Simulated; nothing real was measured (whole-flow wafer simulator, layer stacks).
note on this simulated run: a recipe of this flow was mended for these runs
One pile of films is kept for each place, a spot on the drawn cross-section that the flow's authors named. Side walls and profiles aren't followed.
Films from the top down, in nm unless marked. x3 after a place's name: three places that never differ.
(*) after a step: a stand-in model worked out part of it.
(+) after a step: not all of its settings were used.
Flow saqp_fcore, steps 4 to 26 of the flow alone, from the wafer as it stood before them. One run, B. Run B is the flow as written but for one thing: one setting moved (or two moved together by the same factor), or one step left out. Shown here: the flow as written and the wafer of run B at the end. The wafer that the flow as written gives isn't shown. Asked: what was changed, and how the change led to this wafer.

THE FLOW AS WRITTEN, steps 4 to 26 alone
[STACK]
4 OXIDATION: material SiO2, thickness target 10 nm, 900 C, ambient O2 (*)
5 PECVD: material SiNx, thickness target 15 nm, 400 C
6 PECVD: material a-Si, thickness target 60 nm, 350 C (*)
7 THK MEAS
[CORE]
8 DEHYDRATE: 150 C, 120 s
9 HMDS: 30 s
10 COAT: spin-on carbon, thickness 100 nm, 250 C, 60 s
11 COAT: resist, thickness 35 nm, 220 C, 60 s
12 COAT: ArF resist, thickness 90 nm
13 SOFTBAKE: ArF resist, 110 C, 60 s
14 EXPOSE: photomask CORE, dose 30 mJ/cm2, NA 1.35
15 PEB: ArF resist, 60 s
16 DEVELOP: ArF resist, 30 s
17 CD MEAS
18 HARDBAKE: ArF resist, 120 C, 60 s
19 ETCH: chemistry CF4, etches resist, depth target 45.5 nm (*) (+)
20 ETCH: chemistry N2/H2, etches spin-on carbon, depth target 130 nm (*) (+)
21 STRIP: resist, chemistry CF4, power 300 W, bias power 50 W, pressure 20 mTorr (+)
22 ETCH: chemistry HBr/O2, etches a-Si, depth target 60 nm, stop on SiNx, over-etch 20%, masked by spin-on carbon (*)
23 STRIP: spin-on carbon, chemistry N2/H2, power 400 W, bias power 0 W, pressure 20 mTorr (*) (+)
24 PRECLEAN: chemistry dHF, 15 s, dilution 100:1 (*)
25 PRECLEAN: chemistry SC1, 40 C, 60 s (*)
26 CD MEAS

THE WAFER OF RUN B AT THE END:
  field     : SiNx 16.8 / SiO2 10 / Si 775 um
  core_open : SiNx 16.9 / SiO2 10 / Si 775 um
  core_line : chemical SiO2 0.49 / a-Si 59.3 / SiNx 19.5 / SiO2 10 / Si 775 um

The cause: step 5, PECVD: thickness target 19.5 nm was run, where the flow has thickness target 15 nm.
It can be read off the wafer: core_line has SiNx 19.5, and step 5 as written asks for 15 nm.

How the change led to this, step by step:
  5 PECVD: material SiNx, thickness target 15 nm, 400 C
      field, core_open, core_line: SiNx +19.5 (new film) (as written it would be: SiNx +15 (new film))
